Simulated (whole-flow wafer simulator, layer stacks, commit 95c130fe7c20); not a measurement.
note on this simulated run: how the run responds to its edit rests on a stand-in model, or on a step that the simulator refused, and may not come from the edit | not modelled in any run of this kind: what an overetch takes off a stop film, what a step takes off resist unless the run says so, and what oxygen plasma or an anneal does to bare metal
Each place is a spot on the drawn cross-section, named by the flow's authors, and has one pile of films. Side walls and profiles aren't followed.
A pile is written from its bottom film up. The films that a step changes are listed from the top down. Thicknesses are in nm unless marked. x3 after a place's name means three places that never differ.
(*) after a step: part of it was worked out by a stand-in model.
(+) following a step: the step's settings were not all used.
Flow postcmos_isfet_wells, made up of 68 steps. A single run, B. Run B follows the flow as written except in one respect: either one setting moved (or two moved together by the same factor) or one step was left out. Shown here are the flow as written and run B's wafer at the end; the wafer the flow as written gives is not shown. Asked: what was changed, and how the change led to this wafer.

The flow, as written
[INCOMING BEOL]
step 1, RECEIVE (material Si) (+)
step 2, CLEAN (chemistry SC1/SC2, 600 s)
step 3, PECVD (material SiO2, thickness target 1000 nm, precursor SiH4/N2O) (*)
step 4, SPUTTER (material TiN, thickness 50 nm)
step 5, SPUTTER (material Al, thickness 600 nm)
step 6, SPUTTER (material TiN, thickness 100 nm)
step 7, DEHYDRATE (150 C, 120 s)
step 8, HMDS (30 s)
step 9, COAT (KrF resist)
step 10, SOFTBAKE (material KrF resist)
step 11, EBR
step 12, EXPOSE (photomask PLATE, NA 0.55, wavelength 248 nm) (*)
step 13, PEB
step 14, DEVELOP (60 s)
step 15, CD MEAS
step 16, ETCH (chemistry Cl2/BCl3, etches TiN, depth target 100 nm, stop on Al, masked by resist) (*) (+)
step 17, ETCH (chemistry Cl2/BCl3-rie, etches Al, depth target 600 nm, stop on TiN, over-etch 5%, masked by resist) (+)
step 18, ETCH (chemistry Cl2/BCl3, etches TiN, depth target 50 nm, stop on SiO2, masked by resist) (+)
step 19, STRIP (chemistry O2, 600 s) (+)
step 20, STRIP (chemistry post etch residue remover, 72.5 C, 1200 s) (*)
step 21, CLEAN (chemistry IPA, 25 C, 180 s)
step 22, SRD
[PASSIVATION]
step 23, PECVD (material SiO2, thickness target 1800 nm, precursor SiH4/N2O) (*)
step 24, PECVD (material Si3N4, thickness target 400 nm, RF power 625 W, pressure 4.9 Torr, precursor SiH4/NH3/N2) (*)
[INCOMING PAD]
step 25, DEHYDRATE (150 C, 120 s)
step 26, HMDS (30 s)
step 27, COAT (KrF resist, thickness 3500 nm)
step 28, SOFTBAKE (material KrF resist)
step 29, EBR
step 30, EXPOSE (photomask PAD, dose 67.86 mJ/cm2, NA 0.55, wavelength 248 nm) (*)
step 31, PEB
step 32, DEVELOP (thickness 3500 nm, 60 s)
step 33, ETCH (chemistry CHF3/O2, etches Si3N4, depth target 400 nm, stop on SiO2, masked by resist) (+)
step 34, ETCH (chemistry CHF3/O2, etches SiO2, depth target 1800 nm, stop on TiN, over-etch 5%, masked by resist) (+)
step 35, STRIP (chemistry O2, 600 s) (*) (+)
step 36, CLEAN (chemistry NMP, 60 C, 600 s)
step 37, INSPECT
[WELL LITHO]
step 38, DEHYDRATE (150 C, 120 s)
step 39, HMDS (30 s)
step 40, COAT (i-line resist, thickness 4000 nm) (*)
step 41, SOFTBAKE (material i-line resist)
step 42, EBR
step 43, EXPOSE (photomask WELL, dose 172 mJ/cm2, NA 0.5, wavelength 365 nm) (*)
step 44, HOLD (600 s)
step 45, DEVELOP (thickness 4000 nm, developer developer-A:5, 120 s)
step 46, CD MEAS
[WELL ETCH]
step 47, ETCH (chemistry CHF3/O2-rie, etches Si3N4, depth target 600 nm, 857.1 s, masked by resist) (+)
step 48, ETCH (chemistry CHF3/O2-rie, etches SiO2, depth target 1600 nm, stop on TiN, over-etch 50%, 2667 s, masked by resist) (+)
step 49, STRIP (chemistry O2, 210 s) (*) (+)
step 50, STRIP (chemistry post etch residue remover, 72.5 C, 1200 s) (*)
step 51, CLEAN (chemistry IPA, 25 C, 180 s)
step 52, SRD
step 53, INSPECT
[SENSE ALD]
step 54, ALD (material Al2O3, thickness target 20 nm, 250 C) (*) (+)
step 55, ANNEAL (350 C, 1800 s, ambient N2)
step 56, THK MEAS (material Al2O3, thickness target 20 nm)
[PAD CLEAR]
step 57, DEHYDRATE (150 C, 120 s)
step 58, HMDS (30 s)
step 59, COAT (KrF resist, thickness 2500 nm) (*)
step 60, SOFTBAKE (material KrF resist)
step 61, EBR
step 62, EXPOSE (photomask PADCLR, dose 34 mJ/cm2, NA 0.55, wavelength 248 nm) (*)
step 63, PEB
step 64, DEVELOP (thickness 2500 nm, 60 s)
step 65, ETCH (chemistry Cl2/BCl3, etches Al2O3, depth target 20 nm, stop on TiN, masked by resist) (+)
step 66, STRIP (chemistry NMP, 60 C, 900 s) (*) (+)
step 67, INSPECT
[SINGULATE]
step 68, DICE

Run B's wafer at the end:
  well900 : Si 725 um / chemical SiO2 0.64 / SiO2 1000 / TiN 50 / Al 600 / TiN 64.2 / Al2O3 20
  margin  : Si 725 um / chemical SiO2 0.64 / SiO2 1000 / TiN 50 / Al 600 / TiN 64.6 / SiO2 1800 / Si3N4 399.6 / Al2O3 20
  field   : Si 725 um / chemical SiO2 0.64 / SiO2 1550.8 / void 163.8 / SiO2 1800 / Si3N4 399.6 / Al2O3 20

The reason: step 6, SPUTTER: thickness 65 nm was run, though the flow has thickness 100 nm.

The path from the change to this, step by step:
  step 6, SPUTTER (material TiN, thickness 100 nm)
      field, margin, well900, well1300 x3, pad_rim, pad_clr, pad_open: TiN gains 65 (new film) (as written it would have been: TiN gains 100 (new film))
  step 16, ETCH (chemistry Cl2/BCl3, etches TiN, depth target 100 nm, stop on Al, masked by resist) (*) (+)
      margin, well900, well1300 x3, pad_rim, pad_clr, pad_open: KrF resist loses 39 (as written it would have been: KrF resist loses 40)
      field: TiN loses 65 (all of it) (as written it would have been: TiN loses 100 (all of it))
  step 23, PECVD (material SiO2, thickness target 1800 nm, precursor SiH4/N2O) (*)
      field: SiO2 gains 1800 (new film), void gains 163.8 (new film), SiO2 gains 550.8 (as written it would have been: SiO2 gains 1800 (new film), void gains 189.9 (new film), SiO2 gains 559.7)
